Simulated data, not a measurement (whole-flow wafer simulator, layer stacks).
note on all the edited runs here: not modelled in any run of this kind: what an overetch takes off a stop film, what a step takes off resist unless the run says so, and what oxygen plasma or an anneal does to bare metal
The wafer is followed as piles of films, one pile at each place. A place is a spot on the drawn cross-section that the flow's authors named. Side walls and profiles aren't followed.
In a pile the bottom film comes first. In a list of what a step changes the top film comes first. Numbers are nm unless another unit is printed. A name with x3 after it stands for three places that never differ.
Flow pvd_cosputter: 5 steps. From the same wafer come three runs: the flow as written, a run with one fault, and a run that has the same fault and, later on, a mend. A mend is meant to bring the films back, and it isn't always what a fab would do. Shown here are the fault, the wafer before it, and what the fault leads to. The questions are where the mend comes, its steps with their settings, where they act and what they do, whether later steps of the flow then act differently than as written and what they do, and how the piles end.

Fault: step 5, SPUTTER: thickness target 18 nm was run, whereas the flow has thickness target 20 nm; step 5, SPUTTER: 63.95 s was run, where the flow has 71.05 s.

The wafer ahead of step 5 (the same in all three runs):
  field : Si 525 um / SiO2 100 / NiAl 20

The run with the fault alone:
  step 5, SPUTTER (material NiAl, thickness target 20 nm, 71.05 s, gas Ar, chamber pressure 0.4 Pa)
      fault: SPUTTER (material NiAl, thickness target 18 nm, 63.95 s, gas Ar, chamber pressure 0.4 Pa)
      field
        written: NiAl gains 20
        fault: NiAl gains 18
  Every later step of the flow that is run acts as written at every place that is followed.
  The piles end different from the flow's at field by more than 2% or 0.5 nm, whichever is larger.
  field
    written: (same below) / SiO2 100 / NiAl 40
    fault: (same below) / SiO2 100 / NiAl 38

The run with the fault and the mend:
  The mend follows step 5.
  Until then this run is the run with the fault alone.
  step 5a, SPUTTER (material NiAl, thickness target 2 nm, 7.105 s, gas Ar, chamber pressure 0.4 Pa) (the flow's step 5 again, with other settings)
      field
        NiAl gains 2
  Every later step of the flow that is run acts as written at every place that is followed.
  By the end, the piles equal the flow's at every place that both follow.
